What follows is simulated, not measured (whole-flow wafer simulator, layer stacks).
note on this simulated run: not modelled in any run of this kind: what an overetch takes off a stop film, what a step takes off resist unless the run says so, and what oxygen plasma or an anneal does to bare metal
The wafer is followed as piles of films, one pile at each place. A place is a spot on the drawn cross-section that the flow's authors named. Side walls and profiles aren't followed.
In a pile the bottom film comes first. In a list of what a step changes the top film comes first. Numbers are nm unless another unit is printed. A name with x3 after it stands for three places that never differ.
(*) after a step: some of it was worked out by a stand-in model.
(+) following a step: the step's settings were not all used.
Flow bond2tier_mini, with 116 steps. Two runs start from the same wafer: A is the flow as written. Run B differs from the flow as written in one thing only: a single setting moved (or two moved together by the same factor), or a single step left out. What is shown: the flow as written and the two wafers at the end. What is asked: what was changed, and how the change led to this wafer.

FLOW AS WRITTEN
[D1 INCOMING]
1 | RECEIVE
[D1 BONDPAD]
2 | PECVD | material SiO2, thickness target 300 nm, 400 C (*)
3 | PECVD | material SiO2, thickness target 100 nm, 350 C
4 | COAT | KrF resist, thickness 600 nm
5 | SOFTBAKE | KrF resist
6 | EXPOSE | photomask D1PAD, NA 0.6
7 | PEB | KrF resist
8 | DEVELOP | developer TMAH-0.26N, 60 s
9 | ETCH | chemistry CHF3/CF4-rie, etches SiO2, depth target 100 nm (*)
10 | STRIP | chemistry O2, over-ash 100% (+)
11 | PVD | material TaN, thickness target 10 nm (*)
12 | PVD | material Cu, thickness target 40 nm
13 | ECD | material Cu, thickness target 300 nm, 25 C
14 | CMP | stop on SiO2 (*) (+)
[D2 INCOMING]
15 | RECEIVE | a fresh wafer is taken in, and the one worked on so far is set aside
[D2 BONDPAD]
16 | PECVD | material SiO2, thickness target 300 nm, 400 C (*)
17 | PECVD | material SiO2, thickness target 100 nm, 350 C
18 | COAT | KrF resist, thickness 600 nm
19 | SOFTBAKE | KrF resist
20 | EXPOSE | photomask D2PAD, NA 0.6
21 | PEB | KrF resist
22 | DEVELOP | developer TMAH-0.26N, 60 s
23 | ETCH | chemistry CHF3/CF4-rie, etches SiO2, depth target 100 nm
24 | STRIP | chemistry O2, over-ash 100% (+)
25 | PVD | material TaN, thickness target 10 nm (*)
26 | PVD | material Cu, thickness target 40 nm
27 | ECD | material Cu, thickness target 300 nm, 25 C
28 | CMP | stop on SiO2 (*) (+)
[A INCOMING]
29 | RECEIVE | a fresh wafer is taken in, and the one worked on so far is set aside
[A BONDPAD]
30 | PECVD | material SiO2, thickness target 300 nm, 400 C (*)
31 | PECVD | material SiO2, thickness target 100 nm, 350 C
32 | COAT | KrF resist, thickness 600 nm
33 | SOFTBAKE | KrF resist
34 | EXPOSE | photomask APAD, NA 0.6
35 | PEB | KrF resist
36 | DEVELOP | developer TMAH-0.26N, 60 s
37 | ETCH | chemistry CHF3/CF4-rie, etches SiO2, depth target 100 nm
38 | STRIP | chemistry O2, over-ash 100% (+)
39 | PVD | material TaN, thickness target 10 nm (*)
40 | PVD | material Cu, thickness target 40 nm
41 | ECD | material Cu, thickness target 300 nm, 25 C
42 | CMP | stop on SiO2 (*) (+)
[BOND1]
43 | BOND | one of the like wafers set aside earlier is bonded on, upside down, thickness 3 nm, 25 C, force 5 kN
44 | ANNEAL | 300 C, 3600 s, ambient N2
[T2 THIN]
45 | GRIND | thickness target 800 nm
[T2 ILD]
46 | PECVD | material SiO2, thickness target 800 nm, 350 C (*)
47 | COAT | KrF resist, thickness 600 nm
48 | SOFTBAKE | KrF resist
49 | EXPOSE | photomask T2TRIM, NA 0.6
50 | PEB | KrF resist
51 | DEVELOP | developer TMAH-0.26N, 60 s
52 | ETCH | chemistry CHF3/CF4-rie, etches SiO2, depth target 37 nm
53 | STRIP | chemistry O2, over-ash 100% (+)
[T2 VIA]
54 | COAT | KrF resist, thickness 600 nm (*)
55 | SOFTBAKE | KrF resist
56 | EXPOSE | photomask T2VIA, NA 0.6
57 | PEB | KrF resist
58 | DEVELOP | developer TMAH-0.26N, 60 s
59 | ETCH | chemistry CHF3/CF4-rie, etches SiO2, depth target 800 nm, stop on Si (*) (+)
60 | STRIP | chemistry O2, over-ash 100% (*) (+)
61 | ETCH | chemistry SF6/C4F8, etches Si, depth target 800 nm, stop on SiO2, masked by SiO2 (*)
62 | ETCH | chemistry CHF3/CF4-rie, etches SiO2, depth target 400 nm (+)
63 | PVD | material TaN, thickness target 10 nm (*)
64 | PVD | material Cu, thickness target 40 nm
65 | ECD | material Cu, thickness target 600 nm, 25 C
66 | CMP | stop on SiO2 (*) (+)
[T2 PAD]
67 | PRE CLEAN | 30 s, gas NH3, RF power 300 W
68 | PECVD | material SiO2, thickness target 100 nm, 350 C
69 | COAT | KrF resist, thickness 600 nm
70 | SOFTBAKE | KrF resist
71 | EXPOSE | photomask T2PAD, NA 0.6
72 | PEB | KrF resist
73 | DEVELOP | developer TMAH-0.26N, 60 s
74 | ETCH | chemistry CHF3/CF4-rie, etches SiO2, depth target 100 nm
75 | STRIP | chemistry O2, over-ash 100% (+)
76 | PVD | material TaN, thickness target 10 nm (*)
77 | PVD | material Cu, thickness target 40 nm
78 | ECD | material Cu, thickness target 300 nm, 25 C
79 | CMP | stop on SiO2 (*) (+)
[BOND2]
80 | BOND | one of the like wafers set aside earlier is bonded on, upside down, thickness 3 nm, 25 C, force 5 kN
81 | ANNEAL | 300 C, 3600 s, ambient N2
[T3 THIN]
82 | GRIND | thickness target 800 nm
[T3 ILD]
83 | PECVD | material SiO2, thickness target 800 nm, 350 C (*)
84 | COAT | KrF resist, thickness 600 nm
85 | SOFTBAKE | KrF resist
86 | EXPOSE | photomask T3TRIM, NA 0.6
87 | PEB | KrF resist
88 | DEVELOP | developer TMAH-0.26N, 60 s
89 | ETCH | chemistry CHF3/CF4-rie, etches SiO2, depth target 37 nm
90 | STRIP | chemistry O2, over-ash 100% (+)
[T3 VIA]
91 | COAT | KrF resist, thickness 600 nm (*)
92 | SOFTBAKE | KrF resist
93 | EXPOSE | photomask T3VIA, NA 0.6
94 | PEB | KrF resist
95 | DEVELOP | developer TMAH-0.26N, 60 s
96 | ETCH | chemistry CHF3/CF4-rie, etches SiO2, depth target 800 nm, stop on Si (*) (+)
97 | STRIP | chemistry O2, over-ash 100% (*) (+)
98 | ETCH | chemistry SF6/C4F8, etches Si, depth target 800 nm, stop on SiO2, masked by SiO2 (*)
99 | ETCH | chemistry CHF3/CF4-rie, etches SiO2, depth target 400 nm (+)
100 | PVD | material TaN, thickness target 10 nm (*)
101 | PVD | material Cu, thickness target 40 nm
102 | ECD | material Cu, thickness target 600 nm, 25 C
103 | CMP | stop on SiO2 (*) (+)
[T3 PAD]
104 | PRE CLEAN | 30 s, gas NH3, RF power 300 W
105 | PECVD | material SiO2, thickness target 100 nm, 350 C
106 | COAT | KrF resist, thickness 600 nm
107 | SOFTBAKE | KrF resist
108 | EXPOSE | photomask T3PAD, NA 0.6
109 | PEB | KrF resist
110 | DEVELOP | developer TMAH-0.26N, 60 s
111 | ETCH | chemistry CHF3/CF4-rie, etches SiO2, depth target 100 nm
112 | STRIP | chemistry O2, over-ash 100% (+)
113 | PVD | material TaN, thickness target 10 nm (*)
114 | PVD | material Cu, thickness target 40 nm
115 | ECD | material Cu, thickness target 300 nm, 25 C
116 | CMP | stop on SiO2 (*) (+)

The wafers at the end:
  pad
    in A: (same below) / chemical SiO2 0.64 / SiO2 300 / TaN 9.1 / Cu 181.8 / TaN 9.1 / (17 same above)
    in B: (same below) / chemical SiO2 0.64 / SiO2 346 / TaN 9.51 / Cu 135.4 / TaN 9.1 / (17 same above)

Cause: step 37, ETCH: depth target 54 nm was run, though the flow has depth target 100 nm.

Step by step, how the change led to this:
  37 | ETCH | chemistry CHF3/CF4-rie, etches SiO2, depth target 100 nm
      pad, via: A -100 SiO2 | B -54 SiO2
      field: A -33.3 KrF resist | B -18 KrF resist
  38 | STRIP | chemistry O2, over-ash 100% (+)
      field: A -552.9 KrF resist (all of it) | B -568.3 KrF resist (all of it)
  40 | PVD | material Cu, thickness target 40 nm
      pad: A +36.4 Cu (new film) | B +38 Cu (new film)
  41 | ECD | material Cu, thickness target 300 nm, 25 C
      pad: A +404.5 Cu | B +356.5 Cu
      via: A +400.2 Cu | B +354 Cu
